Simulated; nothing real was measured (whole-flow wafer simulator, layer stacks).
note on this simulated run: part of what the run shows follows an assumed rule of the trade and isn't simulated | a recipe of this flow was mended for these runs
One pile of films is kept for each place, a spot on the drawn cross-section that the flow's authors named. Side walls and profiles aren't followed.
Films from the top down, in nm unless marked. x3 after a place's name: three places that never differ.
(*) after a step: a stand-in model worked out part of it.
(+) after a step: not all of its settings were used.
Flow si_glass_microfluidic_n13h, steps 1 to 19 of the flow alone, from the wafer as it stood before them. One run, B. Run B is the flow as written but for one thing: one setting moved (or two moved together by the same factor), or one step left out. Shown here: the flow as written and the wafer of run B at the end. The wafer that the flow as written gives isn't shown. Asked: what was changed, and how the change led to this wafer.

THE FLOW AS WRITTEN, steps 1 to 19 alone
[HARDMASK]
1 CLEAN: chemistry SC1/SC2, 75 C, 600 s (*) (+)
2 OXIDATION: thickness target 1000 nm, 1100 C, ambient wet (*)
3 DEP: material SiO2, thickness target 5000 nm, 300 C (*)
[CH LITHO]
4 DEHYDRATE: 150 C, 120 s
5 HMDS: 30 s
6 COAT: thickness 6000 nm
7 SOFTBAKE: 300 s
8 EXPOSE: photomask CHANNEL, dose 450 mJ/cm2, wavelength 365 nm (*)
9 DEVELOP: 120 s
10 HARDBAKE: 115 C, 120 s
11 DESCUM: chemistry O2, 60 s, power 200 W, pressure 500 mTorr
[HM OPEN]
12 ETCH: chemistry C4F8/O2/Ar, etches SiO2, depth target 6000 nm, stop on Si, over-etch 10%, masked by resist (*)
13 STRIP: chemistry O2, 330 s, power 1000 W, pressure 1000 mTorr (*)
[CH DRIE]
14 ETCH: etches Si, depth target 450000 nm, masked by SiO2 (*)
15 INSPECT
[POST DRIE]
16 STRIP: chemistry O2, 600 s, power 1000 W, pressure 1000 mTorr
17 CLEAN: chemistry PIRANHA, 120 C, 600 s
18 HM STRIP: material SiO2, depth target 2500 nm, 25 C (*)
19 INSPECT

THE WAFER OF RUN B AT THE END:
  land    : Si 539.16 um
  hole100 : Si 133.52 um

The cause: step 2, OXIDATION: thickness target 1900 nm was run, where the flow has thickness target 1000 nm.

How the change led to this, step by step:
  2 OXIDATION: thickness target 1000 nm, 1100 C, ambient wet (*)
      land, hole100: SiO2 +1900 (new film), chemical SiO2 -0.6 (all of it), Si -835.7 (as written it would be: SiO2 +1000 (new film), chemical SiO2 -0.6 (all of it), Si -439.7)
  12 ETCH: chemistry C4F8/O2/Ar, etches SiO2, depth target 6000 nm, stop on Si, over-etch 10%, masked by resist (*)
      hole100: SiO2 -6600 (as written it would be: SiO2 -6000 (all of it), Si -75)
  13 STRIP: chemistry O2, 330 s, power 1000 W, pressure 1000 mTorr (*)
      hole100: nothing (as written it would be: chemical SiO2 +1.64 (new film), Si -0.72)
  14 ETCH: etches Si, depth target 450000 nm, masked by SiO2 (*)
      hole100: SiO2 -300 (all of it), Si -405.64 um (as written it would be: chemical SiO2 -1.64 (all of it), Si -450.64 um)
  18 HM STRIP: material SiO2, depth target 2500 nm, 25 C (*)
      land: SiO2 -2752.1 (all of it) (as written it would be: SiO2 -1854.4 (all of it))
